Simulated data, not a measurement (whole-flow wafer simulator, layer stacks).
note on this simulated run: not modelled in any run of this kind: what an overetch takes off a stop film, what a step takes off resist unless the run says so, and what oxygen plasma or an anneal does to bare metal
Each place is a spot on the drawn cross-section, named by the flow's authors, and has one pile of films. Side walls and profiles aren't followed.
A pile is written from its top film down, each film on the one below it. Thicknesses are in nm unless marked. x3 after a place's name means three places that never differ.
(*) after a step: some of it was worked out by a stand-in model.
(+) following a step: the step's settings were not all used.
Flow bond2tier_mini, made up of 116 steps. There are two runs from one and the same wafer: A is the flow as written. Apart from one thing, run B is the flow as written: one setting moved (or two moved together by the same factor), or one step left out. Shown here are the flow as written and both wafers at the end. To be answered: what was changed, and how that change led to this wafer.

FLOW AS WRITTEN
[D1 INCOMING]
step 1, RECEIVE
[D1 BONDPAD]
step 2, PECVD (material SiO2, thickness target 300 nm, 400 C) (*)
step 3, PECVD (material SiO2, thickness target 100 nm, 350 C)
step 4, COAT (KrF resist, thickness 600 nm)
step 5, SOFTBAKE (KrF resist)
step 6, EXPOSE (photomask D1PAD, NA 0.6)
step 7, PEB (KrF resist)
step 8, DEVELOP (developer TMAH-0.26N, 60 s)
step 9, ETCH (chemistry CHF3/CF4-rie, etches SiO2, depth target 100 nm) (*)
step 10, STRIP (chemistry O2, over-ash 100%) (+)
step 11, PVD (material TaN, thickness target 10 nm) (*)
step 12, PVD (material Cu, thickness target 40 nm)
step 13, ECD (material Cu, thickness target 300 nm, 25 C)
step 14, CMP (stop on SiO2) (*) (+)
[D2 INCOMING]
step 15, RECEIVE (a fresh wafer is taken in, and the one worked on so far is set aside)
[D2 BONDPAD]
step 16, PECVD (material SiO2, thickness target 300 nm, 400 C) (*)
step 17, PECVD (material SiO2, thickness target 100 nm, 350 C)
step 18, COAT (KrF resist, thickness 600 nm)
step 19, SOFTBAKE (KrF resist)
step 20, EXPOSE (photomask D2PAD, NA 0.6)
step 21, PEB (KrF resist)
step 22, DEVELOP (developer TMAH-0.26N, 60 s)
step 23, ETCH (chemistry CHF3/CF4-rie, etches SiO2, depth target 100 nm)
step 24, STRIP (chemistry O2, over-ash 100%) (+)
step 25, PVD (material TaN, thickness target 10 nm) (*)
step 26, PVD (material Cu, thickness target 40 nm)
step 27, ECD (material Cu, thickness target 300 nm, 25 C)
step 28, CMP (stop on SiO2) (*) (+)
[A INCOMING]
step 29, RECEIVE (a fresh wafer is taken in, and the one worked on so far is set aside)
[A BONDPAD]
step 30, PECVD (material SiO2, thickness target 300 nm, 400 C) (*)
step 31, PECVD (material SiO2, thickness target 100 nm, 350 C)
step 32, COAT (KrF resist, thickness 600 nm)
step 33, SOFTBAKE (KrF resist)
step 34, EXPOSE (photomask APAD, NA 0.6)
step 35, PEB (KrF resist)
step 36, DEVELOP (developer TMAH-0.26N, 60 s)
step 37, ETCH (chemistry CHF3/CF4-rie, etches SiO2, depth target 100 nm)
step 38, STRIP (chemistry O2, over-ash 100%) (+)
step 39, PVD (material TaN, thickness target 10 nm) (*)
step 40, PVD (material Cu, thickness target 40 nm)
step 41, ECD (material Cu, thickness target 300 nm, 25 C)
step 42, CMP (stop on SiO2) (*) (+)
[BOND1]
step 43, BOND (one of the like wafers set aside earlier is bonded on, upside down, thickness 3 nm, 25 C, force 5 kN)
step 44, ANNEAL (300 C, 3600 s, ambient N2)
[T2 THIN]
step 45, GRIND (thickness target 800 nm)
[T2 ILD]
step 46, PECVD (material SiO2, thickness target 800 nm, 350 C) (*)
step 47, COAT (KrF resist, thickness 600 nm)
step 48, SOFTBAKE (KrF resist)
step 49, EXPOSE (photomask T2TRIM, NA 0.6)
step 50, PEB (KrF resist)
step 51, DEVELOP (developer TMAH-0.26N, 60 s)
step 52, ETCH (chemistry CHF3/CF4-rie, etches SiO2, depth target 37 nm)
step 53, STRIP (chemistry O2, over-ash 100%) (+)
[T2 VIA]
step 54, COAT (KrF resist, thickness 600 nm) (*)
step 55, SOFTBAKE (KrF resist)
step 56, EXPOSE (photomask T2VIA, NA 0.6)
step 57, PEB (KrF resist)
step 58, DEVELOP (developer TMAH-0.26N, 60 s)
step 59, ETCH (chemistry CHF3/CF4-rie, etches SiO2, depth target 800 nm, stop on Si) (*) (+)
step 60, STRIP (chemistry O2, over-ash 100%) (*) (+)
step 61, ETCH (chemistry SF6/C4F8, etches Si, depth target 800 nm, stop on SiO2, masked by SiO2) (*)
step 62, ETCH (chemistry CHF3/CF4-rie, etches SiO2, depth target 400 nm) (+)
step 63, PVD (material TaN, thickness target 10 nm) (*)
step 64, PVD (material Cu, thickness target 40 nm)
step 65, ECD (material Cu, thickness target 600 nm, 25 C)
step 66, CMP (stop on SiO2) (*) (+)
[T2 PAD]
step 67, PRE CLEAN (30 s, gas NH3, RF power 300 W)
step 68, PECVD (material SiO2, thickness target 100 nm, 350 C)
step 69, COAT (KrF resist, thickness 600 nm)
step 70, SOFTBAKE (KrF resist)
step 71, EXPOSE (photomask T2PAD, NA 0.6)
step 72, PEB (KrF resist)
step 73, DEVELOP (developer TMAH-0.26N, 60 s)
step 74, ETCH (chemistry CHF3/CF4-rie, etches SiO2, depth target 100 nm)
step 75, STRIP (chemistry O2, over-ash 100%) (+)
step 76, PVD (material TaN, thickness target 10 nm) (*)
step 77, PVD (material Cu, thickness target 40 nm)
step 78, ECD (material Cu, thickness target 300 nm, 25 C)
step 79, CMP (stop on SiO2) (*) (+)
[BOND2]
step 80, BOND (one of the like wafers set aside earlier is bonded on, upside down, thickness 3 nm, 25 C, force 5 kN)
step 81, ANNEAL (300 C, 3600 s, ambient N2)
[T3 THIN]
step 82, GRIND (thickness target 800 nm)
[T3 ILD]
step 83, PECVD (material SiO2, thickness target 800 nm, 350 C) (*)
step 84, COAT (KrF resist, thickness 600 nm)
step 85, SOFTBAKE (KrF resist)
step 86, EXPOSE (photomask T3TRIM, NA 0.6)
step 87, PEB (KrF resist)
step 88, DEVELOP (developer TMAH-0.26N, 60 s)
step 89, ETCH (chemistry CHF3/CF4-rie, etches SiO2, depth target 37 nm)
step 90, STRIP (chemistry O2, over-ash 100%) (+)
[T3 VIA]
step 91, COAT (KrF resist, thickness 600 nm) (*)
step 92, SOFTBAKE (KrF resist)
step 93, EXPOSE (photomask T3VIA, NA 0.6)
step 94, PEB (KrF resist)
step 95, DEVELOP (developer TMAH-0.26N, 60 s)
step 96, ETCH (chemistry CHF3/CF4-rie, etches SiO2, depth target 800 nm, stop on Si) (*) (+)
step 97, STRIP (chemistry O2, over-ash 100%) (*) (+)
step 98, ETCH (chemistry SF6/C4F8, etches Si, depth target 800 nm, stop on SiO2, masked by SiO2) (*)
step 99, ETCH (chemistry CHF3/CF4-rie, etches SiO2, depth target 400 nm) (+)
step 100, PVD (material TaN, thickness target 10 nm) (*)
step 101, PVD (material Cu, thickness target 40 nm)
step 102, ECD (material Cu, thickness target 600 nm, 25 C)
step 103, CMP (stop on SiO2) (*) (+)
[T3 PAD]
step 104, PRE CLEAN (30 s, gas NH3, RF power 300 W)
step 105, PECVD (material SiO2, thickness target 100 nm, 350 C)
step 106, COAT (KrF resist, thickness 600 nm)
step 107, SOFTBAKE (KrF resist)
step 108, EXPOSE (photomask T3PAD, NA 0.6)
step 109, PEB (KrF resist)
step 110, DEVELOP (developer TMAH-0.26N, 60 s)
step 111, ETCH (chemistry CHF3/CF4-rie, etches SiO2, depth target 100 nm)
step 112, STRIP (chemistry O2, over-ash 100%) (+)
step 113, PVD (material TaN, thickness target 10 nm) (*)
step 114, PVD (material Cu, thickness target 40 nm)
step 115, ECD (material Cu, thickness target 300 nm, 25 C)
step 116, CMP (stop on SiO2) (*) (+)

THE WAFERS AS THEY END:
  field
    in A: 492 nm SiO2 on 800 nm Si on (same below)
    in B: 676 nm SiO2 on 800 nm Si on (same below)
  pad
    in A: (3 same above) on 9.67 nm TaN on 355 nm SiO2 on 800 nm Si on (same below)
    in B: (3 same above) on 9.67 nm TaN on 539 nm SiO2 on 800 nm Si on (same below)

The reason: step 99, ETCH: depth target 216 nm was run, while the flow as written has depth target 400 nm.

Step by step, how the change led to this:
  step 99, ETCH (chemistry CHF3/CF4-rie, etches SiO2, depth target 400 nm) (+)
      field, pad: A -400 SiO2 | B -216 SiO2
